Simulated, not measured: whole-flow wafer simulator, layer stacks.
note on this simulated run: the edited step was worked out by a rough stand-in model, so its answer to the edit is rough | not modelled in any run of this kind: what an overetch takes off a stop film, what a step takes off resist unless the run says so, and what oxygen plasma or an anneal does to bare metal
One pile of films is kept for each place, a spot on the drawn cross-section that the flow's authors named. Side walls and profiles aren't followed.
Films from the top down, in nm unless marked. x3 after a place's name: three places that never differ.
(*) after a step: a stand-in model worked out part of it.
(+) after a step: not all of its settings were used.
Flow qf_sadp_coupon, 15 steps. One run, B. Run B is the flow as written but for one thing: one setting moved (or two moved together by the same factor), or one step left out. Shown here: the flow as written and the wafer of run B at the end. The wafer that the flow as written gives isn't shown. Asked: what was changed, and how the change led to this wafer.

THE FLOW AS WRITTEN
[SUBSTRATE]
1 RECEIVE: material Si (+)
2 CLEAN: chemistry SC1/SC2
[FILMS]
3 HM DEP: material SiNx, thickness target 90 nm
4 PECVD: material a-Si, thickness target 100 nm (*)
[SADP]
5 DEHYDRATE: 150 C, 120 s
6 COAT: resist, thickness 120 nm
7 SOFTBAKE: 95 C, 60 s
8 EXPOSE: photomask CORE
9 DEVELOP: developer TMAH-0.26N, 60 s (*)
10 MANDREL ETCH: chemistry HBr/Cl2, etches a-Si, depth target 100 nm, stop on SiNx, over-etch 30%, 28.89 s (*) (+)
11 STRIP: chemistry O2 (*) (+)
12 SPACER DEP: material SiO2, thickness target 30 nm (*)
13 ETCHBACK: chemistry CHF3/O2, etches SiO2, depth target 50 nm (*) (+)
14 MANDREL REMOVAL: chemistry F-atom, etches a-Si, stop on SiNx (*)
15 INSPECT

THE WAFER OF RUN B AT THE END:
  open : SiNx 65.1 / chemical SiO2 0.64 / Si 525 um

The cause: step 10, MANDREL ETCH: over-etch 41.2% was run, where the flow has over-etch 30%.

How the change led to this, step by step:
  10 MANDREL ETCH: chemistry HBr/Cl2, etches a-Si, depth target 100 nm, stop on SiNx, over-etch 30%, 28.89 s (*) (+)
      m: resist -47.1 (as written it would be: resist -43.3)
      open: a-Si -100 (all of it), SiNx -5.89 (as written it would be: a-Si -100 (all of it), SiNx -4.29)
  11 STRIP: chemistry O2 (*) (+)
      m: chemical SiO2 +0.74 (new film), resist -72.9 (all of it), a-Si -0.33 (as written it would be: chemical SiO2 +0.74 (new film), resist -76.7 (all of it), a-Si -0.32)
